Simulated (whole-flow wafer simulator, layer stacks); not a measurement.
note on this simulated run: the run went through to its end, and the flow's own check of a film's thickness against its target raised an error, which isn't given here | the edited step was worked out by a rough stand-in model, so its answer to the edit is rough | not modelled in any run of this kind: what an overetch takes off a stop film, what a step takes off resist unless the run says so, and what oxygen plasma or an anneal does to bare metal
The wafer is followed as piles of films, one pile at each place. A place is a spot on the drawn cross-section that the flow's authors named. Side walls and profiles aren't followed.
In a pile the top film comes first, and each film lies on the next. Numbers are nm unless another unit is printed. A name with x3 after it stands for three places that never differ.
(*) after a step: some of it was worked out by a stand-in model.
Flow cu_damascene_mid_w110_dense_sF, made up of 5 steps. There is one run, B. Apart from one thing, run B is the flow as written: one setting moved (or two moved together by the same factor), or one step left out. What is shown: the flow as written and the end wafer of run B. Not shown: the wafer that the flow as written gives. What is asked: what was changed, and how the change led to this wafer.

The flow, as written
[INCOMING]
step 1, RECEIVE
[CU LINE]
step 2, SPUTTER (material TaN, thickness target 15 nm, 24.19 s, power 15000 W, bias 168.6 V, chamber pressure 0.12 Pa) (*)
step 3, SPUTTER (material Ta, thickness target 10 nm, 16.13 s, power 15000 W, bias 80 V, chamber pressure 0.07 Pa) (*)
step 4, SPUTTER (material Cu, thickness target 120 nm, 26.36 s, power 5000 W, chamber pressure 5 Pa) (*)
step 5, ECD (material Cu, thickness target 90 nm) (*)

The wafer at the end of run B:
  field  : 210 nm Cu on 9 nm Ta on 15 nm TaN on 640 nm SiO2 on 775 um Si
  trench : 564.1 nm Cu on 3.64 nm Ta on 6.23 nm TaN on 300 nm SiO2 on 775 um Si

The reason: step 3, SPUTTER: thickness target 9 nm was run, whereas the flow has thickness target 10 nm; step 3, SPUTTER: 14.52 s was run, where the flow has 16.13 s.
The wafer lets one read it off: field has Ta 9, and step 3 as written asks for 10 nm.

How this came from the change, step by step:
  step 3, SPUTTER (material Ta, thickness target 10 nm, 16.13 s, power 15000 W, bias 80 V, chamber pressure 0.07 Pa) (*)
      field: +9 Ta (new film) (it would be, as written: +10 Ta (new film))
